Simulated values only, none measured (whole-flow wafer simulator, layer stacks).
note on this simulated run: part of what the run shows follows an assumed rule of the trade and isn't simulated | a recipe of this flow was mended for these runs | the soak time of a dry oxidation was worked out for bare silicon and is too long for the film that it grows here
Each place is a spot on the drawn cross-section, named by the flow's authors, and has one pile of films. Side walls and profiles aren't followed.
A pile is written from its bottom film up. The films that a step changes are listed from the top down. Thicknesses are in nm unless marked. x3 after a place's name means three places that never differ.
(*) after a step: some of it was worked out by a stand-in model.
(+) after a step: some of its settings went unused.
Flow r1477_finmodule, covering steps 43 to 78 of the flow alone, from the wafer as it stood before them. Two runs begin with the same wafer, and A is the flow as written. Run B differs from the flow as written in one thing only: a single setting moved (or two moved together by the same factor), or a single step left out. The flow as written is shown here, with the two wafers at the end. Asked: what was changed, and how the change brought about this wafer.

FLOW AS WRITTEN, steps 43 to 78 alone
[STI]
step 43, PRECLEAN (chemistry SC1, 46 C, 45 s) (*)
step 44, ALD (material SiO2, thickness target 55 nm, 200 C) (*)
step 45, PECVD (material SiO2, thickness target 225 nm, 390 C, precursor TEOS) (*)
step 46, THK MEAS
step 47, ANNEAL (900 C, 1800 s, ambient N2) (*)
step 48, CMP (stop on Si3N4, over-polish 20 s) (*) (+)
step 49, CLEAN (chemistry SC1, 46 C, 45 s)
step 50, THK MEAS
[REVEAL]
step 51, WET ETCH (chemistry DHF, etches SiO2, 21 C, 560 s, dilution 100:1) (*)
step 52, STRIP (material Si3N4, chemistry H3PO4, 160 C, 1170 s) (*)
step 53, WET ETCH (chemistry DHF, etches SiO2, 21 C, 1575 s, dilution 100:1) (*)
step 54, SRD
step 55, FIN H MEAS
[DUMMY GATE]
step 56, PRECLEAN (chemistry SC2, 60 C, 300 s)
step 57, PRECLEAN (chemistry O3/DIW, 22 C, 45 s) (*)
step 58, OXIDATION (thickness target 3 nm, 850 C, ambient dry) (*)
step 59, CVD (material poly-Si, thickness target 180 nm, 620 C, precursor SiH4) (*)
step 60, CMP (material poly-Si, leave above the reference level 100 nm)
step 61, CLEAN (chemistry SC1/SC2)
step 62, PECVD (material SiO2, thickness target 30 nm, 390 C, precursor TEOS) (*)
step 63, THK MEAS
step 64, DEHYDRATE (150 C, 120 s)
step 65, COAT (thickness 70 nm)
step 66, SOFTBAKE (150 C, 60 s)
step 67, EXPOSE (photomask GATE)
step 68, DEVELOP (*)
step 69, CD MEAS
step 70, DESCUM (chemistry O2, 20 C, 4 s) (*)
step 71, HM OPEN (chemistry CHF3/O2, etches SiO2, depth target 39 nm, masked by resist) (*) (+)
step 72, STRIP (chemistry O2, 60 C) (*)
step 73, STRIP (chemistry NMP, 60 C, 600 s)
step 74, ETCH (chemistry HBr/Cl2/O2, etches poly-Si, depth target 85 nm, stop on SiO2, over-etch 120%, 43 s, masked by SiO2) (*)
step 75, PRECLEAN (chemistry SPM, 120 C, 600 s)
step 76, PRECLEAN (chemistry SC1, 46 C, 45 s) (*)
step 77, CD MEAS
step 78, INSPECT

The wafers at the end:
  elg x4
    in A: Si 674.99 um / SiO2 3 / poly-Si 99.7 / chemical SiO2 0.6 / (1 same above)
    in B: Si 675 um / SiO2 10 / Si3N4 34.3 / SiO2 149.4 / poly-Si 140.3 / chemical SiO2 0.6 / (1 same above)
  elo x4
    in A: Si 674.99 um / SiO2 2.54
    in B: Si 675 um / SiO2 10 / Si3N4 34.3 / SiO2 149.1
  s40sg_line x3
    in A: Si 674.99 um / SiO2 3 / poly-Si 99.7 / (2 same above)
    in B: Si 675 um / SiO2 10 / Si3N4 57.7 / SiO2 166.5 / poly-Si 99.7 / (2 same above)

Cause: step 48, CMP: stop on Si3N4, over-polish 20 s (*) (+), was not run.

The path from the change to this, step by step:
  step 51, WET ETCH (chemistry DHF, etches SiO2, 21 C, 560 s, dilution 100:1) (*)
      elg x4, elo x4: A SiO2 loses 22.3 (all of it), Si3N4 loses 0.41 | B SiO2 loses 30.5
      s40sg_line x3, s40so_line x3: A Si3N4 loses 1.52 | B SiO2 loses 30.5
      (and at 20 other places as well)
  step 52, STRIP (material Si3N4, chemistry H3PO4, 160 C, 1170 s) (*)
      elg x4, elo x4: A Si3N4 loses 33.9 (all of it), SiO2 loses 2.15 | B SiO2 loses 4.28
      s40sg_line x3, s40so_line x3: A Si3N4 loses 55.1 (all of it), SiO2 loses 1.49 | B SiO2 loses 4.28
  step 53, WET ETCH (chemistry DHF, etches SiO2, 21 C, 1575 s, dilution 100:1) (*)
      elg x4, elo x4: A SiO2 loses 7.85 (all of it) | B SiO2 loses 85.7
      s40sg_line x3, s40so_line x3: A SiO2 loses 8.51 (all of it) | B SiO2 loses 85.7
      (and at 20 other places as well)
  step 57, PRECLEAN (chemistry O3/DIW, 22 C, 45 s) (*)
      elg x4, s40sg_line x3, elo x4, s40so_line x3: A chemical SiO2 gains 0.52, Si loses 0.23 | B nothing
  step 58, OXIDATION (thickness target 3 nm, 850 C, ambient dry) (*)
      elg x4, s40sg_line x3, elo x4, s40so_line x3: A SiO2 gains 3 (new film), chemical SiO2 loses 0.85 (all of it), Si loses 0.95 | B nothing
  step 59, CVD (material poly-Si, thickness target 180 nm, 620 C, precursor SiH4) (*)
      esg x3, s40cg, s40sg and 13 more: A poly-Si gains 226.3 (new film) | B poly-Si gains 180 (new film)
      e200sg, e200so: A poly-Si gains 219.2 (new film) | B poly-Si gains 180 (new film)
  step 60, CMP (material poly-Si, leave above the reference level 100 nm)
      pad, padg: A poly-Si loses 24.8 | B nothing
      elg x4, elo x4: A poly-Si loses 80 | B poly-Si loses 39.4
      (and at 8 other places as well)
  step 74, ETCH (chemistry HBr/Cl2/O2, etches poly-Si, depth target 85 nm, stop on SiO2, over-etch 120%, 43 s, masked by SiO2) (*)
      pad: A chemical SiO2 loses 1.12 (all of it), poly-Si loses 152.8 (all of it), SiO2 loses 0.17 | B chemical SiO2 loses 1.12 (all of it), poly-Si loses 177.6 (all of it)
      s40co, s40so, s45co, s45so, s50co, s50so: A chemical SiO2 loses 1.12 (all of it), poly-Si loses 143.9 (all of it), SiO2 loses 0.22 | B chemical SiO2 loses 1.12 (all of it), poly-Si loses 97.4 (all of it), SiO2 loses 0.45
      (and at 8 other places as well)
